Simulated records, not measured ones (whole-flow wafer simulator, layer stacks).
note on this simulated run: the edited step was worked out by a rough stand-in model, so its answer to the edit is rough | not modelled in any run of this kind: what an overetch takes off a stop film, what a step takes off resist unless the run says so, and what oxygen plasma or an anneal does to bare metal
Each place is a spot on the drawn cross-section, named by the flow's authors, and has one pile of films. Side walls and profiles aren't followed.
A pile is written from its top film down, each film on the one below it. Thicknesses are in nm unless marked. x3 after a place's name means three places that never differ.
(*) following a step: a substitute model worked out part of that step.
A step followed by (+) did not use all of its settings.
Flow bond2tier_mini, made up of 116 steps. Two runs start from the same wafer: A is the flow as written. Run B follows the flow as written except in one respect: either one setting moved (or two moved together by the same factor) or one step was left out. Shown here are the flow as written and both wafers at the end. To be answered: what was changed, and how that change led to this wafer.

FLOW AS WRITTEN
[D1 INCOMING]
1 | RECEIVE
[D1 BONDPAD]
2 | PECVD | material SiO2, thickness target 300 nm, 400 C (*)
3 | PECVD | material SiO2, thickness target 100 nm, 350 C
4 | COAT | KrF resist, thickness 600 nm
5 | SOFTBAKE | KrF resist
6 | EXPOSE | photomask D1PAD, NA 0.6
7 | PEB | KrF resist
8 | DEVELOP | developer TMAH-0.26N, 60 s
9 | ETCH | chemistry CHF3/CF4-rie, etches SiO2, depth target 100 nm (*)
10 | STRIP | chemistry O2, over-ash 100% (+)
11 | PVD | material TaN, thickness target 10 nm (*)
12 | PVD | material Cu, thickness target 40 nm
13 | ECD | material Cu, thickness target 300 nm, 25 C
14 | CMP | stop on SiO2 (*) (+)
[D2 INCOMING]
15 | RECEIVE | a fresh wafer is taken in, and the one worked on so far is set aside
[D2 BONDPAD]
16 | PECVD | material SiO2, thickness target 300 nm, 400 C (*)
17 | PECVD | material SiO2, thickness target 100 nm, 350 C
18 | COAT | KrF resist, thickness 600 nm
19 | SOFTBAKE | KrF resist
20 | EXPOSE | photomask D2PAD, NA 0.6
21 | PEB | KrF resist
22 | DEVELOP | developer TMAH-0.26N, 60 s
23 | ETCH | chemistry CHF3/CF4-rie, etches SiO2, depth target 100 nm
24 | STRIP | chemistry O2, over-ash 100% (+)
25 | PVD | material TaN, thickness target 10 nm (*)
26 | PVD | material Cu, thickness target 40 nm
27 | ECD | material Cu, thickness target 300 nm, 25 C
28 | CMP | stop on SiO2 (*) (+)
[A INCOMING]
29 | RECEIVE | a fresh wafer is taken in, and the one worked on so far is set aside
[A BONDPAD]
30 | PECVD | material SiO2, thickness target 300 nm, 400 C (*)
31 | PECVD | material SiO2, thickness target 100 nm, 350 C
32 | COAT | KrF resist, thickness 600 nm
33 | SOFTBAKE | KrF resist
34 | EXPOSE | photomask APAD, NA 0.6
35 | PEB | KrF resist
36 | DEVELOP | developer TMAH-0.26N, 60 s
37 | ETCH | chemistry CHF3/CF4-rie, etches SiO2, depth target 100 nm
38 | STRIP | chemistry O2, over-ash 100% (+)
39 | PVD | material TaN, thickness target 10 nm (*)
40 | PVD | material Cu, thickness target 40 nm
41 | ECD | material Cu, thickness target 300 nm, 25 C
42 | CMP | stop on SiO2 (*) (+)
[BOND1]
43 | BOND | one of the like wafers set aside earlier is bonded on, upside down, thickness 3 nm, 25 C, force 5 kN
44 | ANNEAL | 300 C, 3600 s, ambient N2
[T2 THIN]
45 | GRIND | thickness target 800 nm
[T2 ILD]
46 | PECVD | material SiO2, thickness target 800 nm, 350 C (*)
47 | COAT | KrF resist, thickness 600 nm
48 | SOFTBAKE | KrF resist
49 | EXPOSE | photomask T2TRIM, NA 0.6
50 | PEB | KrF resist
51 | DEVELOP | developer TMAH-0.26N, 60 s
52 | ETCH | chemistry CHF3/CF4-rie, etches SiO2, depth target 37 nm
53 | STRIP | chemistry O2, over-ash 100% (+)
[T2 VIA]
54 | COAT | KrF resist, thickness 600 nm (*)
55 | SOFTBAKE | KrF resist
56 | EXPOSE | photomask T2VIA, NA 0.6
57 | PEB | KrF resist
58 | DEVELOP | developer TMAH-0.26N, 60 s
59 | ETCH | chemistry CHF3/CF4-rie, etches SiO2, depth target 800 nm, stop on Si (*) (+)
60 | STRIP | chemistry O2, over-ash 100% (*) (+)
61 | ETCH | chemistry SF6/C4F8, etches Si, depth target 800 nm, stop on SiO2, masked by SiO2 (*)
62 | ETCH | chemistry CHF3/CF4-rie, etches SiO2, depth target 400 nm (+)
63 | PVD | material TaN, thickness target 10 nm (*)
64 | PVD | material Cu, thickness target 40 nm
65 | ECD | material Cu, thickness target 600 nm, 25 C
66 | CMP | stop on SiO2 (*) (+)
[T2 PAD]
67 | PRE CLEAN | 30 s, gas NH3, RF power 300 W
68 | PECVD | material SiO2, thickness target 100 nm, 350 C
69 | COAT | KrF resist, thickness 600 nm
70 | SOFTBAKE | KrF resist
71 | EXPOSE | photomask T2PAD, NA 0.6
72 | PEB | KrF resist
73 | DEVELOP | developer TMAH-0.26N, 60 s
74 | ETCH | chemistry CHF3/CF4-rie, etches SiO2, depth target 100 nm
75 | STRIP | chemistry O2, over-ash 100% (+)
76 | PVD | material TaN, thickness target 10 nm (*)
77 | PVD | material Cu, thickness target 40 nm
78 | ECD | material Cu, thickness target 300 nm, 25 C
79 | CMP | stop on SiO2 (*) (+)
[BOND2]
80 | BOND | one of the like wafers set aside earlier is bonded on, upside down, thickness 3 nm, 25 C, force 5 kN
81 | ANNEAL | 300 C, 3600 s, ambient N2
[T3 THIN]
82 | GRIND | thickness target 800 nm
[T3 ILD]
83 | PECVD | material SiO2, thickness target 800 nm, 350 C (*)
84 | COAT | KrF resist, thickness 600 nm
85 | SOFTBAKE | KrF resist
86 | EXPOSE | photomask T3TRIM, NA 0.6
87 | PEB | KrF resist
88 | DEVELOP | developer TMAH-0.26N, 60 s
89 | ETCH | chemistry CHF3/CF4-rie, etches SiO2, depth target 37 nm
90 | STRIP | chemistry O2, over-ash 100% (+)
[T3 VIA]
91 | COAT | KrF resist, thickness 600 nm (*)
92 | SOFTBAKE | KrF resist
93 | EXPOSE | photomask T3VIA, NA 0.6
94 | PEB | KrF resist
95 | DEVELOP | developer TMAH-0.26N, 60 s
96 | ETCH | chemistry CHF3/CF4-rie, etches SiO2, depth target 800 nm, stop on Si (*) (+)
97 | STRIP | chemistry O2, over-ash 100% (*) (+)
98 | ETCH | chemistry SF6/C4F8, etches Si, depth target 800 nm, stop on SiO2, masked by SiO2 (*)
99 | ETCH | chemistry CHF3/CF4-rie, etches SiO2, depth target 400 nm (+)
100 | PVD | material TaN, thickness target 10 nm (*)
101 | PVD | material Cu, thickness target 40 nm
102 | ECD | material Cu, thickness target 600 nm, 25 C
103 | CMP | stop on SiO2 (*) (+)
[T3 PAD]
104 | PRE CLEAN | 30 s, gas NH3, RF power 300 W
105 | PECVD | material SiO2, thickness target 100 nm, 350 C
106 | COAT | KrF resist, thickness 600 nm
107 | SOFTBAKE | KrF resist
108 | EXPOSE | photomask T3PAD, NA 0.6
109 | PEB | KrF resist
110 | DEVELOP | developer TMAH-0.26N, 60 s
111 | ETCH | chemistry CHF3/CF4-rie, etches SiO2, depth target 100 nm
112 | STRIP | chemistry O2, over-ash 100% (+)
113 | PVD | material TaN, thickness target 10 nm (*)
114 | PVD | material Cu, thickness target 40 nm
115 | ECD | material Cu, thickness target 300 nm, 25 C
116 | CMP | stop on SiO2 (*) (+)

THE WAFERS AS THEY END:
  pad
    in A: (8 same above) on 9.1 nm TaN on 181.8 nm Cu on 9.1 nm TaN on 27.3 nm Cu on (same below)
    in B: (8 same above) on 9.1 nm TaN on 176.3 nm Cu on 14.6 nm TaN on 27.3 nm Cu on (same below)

What caused this: step 76, PVD: thickness target 16 nm was run, while the flow as written has thickness target 10 nm.

How this came from the change, step by step:
  76 | PVD | material TaN, thickness target 10 nm (*)
      field: A +10 TaN (new film) | B +16 TaN (new film)
      pad: A +9.1 TaN (new film) | B +14.6 TaN (new film)
  79 | CMP | stop on SiO2 (*) (+)
      field: A -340 Cu (all of it), -10 TaN (all of it) | B -340 Cu (all of it), -16 TaN (all of it)
